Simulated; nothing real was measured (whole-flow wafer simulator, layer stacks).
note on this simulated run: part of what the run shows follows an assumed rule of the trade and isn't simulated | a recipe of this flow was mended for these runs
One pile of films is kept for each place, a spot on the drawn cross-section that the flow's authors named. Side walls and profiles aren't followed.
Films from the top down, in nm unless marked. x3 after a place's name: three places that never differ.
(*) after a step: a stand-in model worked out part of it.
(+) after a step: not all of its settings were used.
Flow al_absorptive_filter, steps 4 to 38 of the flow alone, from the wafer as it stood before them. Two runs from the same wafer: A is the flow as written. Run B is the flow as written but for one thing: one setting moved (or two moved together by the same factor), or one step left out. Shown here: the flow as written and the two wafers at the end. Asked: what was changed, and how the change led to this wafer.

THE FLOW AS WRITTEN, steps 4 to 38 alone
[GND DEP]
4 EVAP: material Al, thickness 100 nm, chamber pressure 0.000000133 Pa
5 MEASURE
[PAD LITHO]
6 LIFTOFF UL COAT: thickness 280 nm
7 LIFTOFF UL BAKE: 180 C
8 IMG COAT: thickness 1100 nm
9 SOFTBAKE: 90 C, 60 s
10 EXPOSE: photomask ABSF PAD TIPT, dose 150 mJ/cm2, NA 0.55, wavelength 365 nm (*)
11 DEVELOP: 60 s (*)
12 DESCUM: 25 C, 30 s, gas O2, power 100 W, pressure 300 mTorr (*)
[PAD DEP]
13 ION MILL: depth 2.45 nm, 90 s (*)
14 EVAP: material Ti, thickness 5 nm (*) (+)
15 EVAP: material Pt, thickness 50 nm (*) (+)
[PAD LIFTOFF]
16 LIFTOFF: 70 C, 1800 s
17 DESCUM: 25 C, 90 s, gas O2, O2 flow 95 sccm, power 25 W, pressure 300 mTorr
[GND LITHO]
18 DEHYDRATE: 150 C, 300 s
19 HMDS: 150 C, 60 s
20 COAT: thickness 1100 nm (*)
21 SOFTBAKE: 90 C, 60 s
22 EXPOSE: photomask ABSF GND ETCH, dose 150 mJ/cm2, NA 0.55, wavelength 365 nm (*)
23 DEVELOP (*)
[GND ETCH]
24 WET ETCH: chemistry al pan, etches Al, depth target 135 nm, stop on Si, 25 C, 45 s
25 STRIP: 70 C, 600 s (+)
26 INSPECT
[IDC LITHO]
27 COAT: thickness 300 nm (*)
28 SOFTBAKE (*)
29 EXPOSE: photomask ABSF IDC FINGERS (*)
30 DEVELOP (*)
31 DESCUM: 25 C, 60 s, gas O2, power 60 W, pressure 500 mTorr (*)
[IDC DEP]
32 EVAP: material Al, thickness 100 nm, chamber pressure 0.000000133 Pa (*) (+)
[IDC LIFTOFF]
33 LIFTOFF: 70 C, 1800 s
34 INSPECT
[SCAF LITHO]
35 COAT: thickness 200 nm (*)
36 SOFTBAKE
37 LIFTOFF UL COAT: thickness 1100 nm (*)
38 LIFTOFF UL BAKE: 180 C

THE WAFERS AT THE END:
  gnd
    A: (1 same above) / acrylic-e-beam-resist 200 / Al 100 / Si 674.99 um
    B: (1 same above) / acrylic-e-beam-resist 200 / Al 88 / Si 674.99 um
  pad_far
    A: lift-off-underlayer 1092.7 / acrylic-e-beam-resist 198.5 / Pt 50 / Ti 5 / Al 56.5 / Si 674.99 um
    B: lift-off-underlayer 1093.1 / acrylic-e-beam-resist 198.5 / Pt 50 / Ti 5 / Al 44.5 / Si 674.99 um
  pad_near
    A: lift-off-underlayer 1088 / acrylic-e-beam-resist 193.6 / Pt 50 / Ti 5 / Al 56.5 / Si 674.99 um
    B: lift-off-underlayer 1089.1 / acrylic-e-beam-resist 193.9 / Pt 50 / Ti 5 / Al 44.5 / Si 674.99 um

The cause: step 4, EVAP: thickness 88 nm was run, where the flow has thickness 100 nm.
It can be read off the wafer: gnd has Al 88, and step 4 as written asks for 100 nm.

How the change led to this, step by step:
  4 EVAP: material Al, thickness 100 nm, chamber pressure 0.000000133 Pa
      gnd, pad_far, pad_near and 11 more: A Al +100 (new film) | B Al +88 (new film)
  24 WET ETCH: chemistry al pan, etches Al, depth target 135 nm, stop on Si, 25 C, 45 s
      res, xl_gap, idc_field, idc_line, idc_space: A Al -86.7 (all of it) | B Al -74.7 (all of it)
  27 COAT: thickness 300 nm (*)
      xl_gap: A e-beam-resist +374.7 (new film) | B e-beam-resist +365.8 (new film)
  33 LIFTOFF: 70 C, 1800 s
      xl_gap: A Al -100 (all of it), e-beam-resist -365.7 (all of it) | B Al -100 (all of it), e-beam-resist -356.8 (all of it)
  35 COAT: thickness 200 nm (*)
      ledge: A acrylic-e-beam-resist +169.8 (new film) | B acrylic-e-beam-resist +173.8 (new film)
      xl_gap: A acrylic-e-beam-resist +265.9 (new film) | B acrylic-e-beam-resist +258.2 (new film)
